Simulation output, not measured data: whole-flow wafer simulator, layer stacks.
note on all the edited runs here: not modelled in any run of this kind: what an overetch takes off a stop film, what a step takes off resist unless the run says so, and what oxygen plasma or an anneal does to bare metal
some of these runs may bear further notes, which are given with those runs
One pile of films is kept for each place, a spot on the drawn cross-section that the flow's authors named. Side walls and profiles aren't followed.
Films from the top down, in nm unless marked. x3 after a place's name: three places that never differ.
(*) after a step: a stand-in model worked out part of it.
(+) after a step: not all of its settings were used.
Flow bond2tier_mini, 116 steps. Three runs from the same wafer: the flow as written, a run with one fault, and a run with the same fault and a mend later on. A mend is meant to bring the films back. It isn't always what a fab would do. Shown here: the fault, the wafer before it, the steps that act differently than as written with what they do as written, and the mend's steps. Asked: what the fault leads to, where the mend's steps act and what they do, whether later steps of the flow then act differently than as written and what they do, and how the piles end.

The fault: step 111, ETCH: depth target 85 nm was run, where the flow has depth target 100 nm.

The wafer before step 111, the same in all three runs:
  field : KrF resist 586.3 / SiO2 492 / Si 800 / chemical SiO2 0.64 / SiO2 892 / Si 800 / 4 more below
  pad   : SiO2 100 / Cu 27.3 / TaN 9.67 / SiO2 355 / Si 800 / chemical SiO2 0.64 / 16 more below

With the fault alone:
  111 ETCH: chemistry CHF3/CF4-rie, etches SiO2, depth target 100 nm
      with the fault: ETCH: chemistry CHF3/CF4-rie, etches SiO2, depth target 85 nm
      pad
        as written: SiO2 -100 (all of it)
        with the fault: SiO2 -85
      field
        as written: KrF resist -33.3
        with the fault: KrF resist -28.3
  Later steps of the flow that act differently than as written (3 more steps differ only slightly, by at most 2% or 0.5 nm, whichever is larger, and aren't shown):
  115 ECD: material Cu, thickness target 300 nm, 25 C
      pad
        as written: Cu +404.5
        with the fault: Cu +388.8
  At the end the piles differ from the flow's by more than 2% or 0.5 nm, whichever is larger, at pad.
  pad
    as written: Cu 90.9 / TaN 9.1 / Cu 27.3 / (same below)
    with the fault: Cu 75.8 / TaN 9.24 / SiO2 15 / Cu 27.3 / (same below)

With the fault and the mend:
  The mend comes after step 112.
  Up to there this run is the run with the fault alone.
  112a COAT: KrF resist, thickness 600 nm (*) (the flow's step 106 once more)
      field
        KrF resist +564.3 (new film)
      pad
        KrF resist +637.3 (new film)
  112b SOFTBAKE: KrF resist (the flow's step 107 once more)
      changes no film at any place that is followed
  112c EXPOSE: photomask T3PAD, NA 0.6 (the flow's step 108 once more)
      changes no film at any place that is followed
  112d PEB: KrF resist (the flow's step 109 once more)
      changes no film at any place that is followed
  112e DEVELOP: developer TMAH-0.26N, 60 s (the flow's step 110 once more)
      field
        KrF resist -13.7
      pad
        KrF resist -637.3 (all of it)
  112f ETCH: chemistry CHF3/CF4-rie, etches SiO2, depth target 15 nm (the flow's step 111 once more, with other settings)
      field
        KrF resist -5
      pad
        SiO2 -15 (all of it)
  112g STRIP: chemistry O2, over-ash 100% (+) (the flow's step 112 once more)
      field
        KrF resist -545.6 (all of it)
  No later step of the flow acts differently than as written at any place that is followed.
  At the end the piles are the same as the flow's at every place that both follow.
